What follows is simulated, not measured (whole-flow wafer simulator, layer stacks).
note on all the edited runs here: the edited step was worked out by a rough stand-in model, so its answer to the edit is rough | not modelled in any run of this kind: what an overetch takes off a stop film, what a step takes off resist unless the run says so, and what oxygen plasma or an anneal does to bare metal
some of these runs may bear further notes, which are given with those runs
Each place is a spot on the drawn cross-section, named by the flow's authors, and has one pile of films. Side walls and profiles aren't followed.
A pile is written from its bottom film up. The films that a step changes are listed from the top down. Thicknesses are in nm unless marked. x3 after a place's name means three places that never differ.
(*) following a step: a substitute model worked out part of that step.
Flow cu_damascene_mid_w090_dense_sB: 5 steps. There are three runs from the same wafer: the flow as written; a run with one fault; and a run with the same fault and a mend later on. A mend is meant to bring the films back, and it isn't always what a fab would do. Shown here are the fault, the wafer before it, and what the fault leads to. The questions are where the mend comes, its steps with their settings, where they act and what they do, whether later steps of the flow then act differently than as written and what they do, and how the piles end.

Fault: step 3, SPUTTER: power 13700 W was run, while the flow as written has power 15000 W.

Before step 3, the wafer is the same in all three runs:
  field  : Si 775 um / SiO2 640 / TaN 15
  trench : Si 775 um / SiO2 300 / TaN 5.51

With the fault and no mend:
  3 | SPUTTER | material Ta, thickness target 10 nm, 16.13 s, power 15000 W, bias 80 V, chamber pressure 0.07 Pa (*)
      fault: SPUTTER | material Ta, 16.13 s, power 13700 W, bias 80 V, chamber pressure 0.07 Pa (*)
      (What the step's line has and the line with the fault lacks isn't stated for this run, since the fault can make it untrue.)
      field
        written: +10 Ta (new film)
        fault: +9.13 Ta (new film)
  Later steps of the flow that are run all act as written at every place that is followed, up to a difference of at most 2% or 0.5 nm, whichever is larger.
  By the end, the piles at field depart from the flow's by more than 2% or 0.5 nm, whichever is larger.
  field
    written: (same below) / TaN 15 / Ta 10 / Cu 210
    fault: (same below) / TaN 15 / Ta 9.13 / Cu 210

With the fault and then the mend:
  After step 3 comes the mend.
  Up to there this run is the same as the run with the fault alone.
  3a | SPUTTER | material Ta, thickness target 0.8869 nm, 1.431 s, power 15000 W, bias 80 V, chamber pressure 0.07 Pa (*) (a further turn of the flow's step 3, with different settings)
      field
        +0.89 Ta
      trench
        +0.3 Ta
  Later steps of the flow that are run all act as written at every place that is followed, up to a difference of at most 2% or 0.5 nm, whichever is larger.
  At the end the piles are close to the flow's at the places that both follow, differing by at most 2% or 0.5 nm, whichever is larger.
